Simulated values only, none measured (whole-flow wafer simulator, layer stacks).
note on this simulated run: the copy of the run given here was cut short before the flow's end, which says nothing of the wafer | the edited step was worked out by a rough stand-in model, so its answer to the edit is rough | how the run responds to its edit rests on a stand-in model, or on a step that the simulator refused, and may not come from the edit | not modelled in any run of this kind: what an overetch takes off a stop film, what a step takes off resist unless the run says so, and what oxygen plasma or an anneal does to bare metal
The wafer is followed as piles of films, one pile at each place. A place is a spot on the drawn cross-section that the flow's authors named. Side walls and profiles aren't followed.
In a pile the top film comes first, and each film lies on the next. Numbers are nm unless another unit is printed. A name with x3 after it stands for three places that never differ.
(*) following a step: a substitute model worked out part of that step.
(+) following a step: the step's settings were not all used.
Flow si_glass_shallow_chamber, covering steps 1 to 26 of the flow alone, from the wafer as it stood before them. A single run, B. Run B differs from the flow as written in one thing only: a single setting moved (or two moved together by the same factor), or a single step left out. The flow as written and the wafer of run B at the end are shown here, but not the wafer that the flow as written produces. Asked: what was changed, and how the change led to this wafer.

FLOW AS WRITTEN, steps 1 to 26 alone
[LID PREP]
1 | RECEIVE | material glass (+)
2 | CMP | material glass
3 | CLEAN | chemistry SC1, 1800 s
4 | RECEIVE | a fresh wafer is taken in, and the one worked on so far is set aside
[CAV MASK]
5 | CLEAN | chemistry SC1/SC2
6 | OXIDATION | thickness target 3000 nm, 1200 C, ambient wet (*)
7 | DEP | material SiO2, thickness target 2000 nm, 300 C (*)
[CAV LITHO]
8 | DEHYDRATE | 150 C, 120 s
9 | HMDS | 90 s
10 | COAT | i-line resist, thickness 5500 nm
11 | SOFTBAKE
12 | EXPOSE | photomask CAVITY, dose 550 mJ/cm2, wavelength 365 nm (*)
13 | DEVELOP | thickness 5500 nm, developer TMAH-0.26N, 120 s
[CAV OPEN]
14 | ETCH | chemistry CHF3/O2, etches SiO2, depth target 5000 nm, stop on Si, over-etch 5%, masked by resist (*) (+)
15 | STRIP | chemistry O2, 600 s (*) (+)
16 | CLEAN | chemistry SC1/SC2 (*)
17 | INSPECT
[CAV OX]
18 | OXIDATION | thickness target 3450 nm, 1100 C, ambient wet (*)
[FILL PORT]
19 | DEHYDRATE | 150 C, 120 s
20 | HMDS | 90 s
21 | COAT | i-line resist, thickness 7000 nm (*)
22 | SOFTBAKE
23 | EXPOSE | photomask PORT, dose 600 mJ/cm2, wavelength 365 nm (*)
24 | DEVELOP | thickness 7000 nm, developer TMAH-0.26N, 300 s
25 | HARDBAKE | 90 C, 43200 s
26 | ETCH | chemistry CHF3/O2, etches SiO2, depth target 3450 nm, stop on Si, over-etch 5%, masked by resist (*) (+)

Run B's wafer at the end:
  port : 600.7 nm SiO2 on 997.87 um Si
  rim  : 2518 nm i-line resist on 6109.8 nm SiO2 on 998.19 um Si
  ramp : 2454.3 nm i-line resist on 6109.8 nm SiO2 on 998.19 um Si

The reason: step 14, ETCH: depth target 2500 nm was run, though the flow has depth target 5000 nm.

Step by step, how the change led to this:
  14 | ETCH | chemistry CHF3/O2, etches SiO2, depth target 5000 nm, stop on Si, over-etch 5%, masked by resist (*) (+)
      cav, port: SiO2 loses 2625 (it would be, as written: SiO2 loses 5000 (all of it), Si loses 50)
      rim, ramp, septum, ring: i-line resist loses 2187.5 (it would be, as written: i-line resist loses 4375)
  15 | STRIP | chemistry O2, 600 s (*) (+)
      cav, port: nothing (it would be, as written: chemical SiO2 gains 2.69 (new film), Si loses 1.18)
      rim, ramp, septum, ring: i-line resist loses 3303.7 (all of it) (it would be, as written: i-line resist loses 1116.2 (all of it))
  18 | OXIDATION | thickness target 3450 nm, 1100 C, ambient wet (*)
      cav, port: SiO2 gains 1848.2, Si loses 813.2 (it would be, as written: SiO2 gains 3450 (new film), chemical SiO2 loses 2.69 (all of it), Si loses 1516.8)
  21 | COAT | i-line resist, thickness 7000 nm (*)
      rim: i-line resist gains 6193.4 (new film) (it would be, as written: i-line resist gains 5660.1 (new film))
      ramp: i-line resist gains 5834.8 (new film) (it would be, as written: i-line resist gains 5087.8 (new film))
      (and at 2 other places as well)
  22 | SOFTBAKE
      rim: i-line resist loses 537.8 (it would be, as written: i-line resist loses 849)
      ramp: i-line resist loses 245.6 (it would be, as written: i-line resist loses 434.5)
      (and at 4 other places as well)
  24 | DEVELOP | thickness 7000 nm, developer TMAH-0.26N, 300 s
      port: i-line resist loses 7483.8 (all of it) (it would be, as written: i-line resist loses 7752.6 (all of it))
  25 | HARDBAKE | 90 C, 43200 s
      rim: i-line resist loses 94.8 (it would be, as written: i-line resist loses 62.5)
      ramp: i-line resist loses 92.1 (it would be, as written: i-line resist loses 57.1)
      (and at 1 other place as well)
  26 | ETCH | chemistry CHF3/O2, etches SiO2, depth target 3450 nm, stop on Si, over-etch 5%, masked by resist (*) (+)
      port: SiO2 loses 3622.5 (it would be, as written: SiO2 loses 3450 (all of it), Si loses 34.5)
